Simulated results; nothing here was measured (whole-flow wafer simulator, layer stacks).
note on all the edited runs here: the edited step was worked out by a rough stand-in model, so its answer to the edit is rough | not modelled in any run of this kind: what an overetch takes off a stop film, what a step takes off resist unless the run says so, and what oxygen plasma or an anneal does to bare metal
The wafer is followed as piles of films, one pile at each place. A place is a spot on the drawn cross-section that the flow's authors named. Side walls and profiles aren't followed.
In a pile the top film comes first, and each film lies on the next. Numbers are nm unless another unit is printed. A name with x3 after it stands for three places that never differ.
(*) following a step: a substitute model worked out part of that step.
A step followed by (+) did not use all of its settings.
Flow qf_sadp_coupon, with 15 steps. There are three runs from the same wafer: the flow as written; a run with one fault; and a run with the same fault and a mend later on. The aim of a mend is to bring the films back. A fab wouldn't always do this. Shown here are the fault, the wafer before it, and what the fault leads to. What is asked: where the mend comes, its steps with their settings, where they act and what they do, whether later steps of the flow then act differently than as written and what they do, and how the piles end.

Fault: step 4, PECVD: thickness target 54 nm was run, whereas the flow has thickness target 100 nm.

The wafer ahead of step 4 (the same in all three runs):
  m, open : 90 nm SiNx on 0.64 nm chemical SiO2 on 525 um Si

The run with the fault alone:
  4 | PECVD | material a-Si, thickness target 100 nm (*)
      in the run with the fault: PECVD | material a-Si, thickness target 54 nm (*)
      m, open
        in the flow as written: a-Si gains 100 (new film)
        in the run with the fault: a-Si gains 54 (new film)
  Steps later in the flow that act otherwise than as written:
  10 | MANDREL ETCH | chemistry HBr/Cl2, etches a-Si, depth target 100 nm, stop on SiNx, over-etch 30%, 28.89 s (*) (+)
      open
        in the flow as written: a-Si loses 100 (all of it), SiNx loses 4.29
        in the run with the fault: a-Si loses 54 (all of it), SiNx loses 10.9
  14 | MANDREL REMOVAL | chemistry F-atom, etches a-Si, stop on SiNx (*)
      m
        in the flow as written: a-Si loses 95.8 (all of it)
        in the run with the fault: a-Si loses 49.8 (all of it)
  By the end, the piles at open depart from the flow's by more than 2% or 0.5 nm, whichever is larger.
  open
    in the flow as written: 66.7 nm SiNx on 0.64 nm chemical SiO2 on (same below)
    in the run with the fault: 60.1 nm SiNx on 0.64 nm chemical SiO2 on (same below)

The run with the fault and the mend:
  The mend follows step 4.
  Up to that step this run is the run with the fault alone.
  4a | ETCH | chemistry tmah, depth target 62.1 nm
      m, open
        a-Si loses 54 (all of it)
  4b | PECVD | material a-Si, thickness target 100 nm (*) (the flow's step 4, run once more)
      m, open
        a-Si gains 100 (new film)
  Every later step of the flow that is run acts as written at every place that is followed.
  At every place that both follow, the piles at the end match the flow's.
